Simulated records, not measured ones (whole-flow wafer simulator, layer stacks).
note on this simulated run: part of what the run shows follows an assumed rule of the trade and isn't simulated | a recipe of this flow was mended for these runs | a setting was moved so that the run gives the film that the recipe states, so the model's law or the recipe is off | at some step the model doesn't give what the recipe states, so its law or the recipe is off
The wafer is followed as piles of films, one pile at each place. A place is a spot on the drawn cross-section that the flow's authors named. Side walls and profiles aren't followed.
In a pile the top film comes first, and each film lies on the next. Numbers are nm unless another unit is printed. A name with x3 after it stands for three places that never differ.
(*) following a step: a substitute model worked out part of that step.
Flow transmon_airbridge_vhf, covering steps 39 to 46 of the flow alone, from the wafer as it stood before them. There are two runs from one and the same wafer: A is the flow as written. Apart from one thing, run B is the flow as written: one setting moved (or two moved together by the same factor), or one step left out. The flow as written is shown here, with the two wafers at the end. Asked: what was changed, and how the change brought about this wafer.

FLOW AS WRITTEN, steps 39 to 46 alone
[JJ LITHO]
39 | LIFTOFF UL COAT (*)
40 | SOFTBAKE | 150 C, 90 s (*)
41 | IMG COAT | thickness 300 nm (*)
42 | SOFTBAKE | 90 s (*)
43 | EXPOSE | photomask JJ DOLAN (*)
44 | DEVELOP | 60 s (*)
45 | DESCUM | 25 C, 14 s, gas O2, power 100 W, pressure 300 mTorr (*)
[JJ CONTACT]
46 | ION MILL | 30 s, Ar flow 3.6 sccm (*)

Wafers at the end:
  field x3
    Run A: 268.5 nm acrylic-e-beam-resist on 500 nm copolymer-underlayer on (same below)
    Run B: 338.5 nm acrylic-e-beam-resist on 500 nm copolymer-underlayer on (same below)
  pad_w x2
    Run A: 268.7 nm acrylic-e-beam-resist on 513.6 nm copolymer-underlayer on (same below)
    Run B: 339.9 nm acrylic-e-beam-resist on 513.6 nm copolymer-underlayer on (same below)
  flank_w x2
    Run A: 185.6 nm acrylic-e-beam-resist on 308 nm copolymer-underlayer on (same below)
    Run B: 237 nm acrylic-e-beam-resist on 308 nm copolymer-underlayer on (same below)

What caused this: step 41, IMG COAT: thickness 370 nm was run, while the flow as written has thickness 300 nm.

The path from the change to this, step by step:
  41 | IMG COAT | thickness 300 nm (*)
      field x3, jj_line, ground_far x3: A +300 acrylic-e-beam-resist (new film) | B +370 acrylic-e-beam-resist (new film)
      pad_w x2: A +300.2 acrylic-e-beam-resist (new film) | B +371.4 acrylic-e-beam-resist (new film)
      (also at 8 further places)
  44 | DEVELOP | 60 s (*)
      jj_line: A -300 acrylic-e-beam-resist (all of it), -500 copolymer-underlayer (all of it) | B -370 acrylic-e-beam-resist (all of it), -500 copolymer-underlayer (all of it)
